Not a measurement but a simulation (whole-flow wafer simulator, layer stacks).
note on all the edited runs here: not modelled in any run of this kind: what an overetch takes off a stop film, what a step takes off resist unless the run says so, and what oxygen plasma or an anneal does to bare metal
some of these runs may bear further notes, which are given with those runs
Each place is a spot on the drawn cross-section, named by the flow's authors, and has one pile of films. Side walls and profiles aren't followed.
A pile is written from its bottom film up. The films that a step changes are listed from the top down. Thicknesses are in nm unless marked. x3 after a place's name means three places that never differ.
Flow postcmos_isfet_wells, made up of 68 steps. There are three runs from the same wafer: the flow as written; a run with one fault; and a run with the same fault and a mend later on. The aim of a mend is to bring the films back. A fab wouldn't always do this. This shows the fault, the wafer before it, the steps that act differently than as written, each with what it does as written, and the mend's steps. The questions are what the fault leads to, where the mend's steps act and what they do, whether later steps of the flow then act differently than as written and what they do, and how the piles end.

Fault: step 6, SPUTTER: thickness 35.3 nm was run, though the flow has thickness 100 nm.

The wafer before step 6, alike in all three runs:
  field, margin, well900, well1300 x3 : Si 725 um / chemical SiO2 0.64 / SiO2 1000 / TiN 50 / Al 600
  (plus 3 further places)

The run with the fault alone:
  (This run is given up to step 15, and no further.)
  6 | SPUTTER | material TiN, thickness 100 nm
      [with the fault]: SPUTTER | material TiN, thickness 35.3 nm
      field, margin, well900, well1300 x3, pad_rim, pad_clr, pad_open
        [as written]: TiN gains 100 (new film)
        [with the fault]: TiN gains 35.3 (new film)
  Later steps of the flow up to step 15 that are run all act as written at every place that is followed.
  Once step 15 is done, the piles at field, margin, well900, well1300 x3, pad_rim, pad_clr, pad_open depart from the flow's by more than 2% or 0.5 nm, whichever is larger.
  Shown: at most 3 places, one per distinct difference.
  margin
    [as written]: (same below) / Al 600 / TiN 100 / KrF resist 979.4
    [with the fault]: (same below) / Al 600 / TiN 35.3 / KrF resist 979.4
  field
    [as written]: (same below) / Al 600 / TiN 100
    [with the fault]: (same below) / Al 600 / TiN 35.3

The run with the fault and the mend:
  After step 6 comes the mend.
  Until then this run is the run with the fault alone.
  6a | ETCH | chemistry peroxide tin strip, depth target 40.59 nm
      field, margin, well900, well1300 x3, pad_rim, pad_clr, pad_open
        TiN loses 35.3 (all of it)
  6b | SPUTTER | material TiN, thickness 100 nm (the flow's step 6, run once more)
      field, margin, well900, well1300 x3, pad_rim, pad_clr, pad_open
        TiN gains 100 (new film)
  Later steps of the flow that are run all act as written at every place that is followed.
  At every place that both follow, the piles at the end match the flow's.
